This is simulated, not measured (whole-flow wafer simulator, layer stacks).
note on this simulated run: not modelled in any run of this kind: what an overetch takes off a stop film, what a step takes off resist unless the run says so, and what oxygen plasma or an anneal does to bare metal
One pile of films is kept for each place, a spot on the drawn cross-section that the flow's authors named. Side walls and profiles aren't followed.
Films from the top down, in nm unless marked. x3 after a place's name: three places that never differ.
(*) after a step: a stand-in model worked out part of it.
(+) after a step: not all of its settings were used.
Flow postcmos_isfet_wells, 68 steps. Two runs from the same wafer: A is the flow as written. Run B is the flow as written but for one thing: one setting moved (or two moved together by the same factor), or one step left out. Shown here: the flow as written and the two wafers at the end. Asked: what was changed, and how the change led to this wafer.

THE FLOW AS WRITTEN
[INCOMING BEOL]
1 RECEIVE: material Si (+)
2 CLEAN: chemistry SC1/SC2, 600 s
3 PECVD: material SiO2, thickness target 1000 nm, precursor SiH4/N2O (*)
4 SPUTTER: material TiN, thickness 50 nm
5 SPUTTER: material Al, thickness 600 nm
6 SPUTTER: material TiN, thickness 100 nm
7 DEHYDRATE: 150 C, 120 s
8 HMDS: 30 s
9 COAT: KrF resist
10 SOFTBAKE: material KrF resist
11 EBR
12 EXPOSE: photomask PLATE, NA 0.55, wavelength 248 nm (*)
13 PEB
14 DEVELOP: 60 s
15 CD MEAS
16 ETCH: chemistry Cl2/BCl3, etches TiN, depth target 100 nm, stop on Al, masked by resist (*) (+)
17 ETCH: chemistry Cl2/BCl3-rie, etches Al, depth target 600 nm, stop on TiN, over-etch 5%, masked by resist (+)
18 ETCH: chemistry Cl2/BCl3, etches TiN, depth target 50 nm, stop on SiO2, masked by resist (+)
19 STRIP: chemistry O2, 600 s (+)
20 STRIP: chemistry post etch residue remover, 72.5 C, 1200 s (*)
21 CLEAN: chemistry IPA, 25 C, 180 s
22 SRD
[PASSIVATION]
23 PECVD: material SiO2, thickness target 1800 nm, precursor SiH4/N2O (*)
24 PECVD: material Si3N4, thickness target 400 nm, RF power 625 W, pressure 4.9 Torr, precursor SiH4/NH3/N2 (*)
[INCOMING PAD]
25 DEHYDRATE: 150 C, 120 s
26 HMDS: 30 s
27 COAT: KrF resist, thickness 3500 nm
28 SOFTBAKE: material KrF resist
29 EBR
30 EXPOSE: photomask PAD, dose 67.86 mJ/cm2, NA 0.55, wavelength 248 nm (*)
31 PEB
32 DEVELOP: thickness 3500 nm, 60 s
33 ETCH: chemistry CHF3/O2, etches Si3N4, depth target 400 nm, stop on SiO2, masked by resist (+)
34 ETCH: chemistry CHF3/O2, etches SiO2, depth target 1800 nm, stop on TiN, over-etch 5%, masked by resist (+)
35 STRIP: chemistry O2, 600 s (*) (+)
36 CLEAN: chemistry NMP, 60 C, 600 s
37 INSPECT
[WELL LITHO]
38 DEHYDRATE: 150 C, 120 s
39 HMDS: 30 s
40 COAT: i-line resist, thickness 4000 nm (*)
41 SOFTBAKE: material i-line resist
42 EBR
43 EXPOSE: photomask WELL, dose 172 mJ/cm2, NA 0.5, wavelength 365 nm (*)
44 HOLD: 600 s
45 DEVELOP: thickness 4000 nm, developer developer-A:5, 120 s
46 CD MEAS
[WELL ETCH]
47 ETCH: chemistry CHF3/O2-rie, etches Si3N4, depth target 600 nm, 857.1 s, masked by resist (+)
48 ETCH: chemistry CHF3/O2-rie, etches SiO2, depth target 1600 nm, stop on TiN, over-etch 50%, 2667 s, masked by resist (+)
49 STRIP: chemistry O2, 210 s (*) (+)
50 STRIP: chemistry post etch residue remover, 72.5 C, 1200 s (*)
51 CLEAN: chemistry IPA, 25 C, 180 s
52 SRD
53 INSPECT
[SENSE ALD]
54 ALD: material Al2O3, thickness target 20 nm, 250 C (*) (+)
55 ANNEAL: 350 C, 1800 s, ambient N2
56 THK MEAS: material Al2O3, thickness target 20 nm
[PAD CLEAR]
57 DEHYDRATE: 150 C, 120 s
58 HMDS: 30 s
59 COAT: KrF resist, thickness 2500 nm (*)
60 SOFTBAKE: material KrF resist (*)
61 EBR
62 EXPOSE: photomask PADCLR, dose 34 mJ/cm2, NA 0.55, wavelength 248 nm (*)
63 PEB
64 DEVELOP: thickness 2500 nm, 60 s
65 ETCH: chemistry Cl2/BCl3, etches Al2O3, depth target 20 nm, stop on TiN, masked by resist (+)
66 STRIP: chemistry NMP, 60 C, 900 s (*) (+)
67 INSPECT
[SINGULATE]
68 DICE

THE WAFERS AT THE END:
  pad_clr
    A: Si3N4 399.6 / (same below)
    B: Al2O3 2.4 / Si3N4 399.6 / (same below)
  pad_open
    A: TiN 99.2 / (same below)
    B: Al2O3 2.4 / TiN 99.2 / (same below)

The cause: step 65, ETCH: depth target 17.6 nm was run, where the flow has depth target 20 nm.

How the change led to this, step by step:
  65 ETCH: chemistry Cl2/BCl3, etches Al2O3, depth target 20 nm, stop on TiN, masked by resist (+)
      pad_clr, pad_open: A Al2O3 -20 (all of it) | B Al2O3 -17.6
      field, margin, pad_rim: A KrF resist -25 | B KrF resist -22
